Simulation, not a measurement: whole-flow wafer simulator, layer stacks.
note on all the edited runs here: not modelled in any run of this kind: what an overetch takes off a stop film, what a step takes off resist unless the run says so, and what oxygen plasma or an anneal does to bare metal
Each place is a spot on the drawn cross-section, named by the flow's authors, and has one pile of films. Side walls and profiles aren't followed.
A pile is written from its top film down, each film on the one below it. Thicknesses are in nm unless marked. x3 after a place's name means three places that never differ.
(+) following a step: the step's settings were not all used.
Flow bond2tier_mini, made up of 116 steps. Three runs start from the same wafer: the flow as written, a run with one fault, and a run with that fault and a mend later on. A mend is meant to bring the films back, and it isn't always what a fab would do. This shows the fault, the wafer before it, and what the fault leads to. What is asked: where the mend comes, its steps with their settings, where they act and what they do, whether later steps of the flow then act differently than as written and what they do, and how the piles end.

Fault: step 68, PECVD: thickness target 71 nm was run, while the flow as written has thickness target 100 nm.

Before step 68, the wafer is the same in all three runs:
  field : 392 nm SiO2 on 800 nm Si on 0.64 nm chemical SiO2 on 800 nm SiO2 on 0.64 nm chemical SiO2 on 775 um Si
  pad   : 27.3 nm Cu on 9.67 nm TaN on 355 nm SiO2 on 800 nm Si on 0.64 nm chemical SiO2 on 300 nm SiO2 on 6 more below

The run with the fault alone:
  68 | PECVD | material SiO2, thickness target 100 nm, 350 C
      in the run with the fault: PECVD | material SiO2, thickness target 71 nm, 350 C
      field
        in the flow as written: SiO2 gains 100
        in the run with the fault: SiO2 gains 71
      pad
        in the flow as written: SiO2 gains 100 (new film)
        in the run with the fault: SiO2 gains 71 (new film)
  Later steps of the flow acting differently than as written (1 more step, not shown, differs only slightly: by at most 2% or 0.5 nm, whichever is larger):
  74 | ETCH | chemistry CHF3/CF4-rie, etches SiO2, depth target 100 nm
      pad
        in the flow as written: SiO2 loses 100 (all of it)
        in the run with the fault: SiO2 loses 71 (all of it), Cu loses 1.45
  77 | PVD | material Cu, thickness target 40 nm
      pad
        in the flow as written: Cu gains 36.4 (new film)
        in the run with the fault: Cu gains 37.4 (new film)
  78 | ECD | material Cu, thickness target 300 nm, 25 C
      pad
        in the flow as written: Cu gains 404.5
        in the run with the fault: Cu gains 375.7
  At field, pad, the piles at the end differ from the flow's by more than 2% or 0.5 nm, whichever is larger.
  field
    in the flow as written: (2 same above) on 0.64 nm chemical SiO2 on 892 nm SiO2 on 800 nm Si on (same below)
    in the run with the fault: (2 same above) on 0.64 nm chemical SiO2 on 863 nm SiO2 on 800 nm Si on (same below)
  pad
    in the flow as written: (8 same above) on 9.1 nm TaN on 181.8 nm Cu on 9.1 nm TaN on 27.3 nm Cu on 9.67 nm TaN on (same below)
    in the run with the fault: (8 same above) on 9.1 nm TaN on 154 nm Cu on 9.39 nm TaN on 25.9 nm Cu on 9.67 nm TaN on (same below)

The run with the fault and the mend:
  The mend stands after step 73.
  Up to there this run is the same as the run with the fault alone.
  73a | STRIP | chemistry O2, over-ash 100% (+)
      field
        KrF resist loses 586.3 (all of it)
  73b | PECVD | material SiO2, thickness target 29 nm, 350 C (a further turn of the flow's step 68, with different settings)
      field, pad
        SiO2 gains 29
  73c | COAT | KrF resist, thickness 600 nm (a further turn of the flow's step 69)
      field, pad
        KrF resist gains 600 (new film)
  73d | SOFTBAKE | KrF resist (a further turn of the flow's step 70)
      leaves every film unchanged at each place that is followed
  73e | EXPOSE | photomask T2PAD, NA 0.6 (a further turn of the flow's step 71)
      leaves every film unchanged at each place that is followed
  73f | PEB | KrF resist (a further turn of the flow's step 72)
      leaves every film unchanged at each place that is followed
  73g | DEVELOP | developer TMAH-0.26N, 60 s (a further turn of the flow's step 73)
      field
        KrF resist loses 13.7
      pad
        KrF resist loses 600 (all of it)
  Every later step of the flow that is run acts as written at every place that is followed.
  At every place that both follow, the piles at the end match the flow's.
